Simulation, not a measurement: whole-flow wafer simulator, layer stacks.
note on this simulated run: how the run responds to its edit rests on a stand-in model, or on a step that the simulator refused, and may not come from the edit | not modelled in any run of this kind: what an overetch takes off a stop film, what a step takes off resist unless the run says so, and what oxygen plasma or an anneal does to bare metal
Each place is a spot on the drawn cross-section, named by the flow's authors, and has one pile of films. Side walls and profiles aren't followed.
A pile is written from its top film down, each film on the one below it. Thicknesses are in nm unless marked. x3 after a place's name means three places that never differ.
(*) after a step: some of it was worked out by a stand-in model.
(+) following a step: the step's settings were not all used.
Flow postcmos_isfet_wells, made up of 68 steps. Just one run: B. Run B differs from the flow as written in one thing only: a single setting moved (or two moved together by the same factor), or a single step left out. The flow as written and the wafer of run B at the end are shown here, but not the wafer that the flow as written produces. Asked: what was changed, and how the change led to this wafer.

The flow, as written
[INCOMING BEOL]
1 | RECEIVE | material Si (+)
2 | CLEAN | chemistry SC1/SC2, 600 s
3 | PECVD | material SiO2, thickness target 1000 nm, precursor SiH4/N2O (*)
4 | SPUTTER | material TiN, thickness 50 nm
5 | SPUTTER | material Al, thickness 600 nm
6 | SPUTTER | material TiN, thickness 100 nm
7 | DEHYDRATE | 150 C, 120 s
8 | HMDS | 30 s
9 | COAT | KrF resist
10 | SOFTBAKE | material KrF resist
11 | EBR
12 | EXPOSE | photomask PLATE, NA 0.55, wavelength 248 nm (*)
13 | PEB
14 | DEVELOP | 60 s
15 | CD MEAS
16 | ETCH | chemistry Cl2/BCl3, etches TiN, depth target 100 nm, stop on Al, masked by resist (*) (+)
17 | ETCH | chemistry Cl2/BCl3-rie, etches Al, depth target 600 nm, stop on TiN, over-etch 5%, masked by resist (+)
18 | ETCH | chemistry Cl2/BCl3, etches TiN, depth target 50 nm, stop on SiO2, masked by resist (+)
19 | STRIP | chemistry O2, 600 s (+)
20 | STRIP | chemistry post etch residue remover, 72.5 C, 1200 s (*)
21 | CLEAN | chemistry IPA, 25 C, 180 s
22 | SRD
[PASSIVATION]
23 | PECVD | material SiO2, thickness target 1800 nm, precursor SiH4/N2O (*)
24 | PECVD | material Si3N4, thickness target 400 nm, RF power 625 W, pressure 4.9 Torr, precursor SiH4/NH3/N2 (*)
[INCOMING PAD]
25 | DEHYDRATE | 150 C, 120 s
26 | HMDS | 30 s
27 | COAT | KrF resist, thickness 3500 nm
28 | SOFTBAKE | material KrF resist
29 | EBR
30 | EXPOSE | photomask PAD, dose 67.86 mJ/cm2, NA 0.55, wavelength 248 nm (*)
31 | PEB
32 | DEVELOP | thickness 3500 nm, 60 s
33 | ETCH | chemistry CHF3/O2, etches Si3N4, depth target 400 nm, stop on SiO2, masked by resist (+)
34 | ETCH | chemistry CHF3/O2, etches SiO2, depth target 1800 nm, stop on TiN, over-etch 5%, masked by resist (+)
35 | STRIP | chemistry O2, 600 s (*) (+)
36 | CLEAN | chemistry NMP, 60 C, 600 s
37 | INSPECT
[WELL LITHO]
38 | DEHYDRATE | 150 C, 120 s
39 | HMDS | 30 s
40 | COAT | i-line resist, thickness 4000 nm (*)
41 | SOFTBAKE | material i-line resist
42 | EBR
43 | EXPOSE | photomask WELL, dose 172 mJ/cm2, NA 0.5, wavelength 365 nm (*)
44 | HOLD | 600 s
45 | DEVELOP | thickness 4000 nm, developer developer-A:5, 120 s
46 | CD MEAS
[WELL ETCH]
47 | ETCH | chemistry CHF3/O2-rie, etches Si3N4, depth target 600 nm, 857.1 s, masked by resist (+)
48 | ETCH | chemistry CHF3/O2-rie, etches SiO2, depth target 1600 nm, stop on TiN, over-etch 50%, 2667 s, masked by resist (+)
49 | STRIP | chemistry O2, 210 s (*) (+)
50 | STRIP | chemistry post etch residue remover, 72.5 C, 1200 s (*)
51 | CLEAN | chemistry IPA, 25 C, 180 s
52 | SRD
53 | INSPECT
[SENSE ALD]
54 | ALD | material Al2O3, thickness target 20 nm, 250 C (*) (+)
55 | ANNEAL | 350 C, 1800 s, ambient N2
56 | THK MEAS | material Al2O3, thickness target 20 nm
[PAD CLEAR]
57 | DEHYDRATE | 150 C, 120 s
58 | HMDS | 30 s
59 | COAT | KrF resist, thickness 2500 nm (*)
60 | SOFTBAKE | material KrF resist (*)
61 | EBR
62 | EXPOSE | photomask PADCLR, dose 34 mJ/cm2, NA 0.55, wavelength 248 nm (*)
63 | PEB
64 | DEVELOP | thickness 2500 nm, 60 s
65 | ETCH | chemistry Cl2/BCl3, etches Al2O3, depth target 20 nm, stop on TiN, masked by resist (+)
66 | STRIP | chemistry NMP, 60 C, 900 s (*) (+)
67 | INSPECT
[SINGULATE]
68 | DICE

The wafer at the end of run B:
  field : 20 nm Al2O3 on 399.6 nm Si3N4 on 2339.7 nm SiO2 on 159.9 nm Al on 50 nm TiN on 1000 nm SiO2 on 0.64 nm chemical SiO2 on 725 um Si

Cause: step 17, ETCH: depth target 384.4 nm was run, though the flow has depth target 600 nm.

How this came from the change, step by step:
  17 | ETCH | chemistry Cl2/BCl3-rie, etches Al, depth target 600 nm, stop on TiN, over-etch 5%, masked by resist (+)
      field: -384.4 Al (it would be, as written: -600 Al (all of it))
      margin, well900, well1300, well2000, well3000, pad_rim, pad_clr, pad_open: -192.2 KrF resist (it would be, as written: -300 KrF resist)
  18 | ETCH | chemistry Cl2/BCl3, etches TiN, depth target 50 nm, stop on SiO2, masked by resist (+)
      field: -50 Al (it would be, as written: -50 TiN (all of it))
  19 | STRIP | chemistry O2, 600 s (+)
      margin, well900, well1300, well2000, well3000, pad_rim, pad_clr, pad_open: -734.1 KrF resist (all of it) (it would be, as written: -626.3 KrF resist (all of it))
  20 | STRIP | chemistry post etch residue remover, 72.5 C, 1200 s (*)
      field: -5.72 Al (it would be, as written: nothing)
  23 | PECVD | material SiO2, thickness target 1800 nm, precursor SiH4/N2O (*)
      field: +2339.7 SiO2 (new film) (it would be, as written: +1800 SiO2 (new film), +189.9 void (new film), +559.7 SiO2)
Taking metal films that touch as one body, field has 1 body; the flow as written gives 0 bodies.
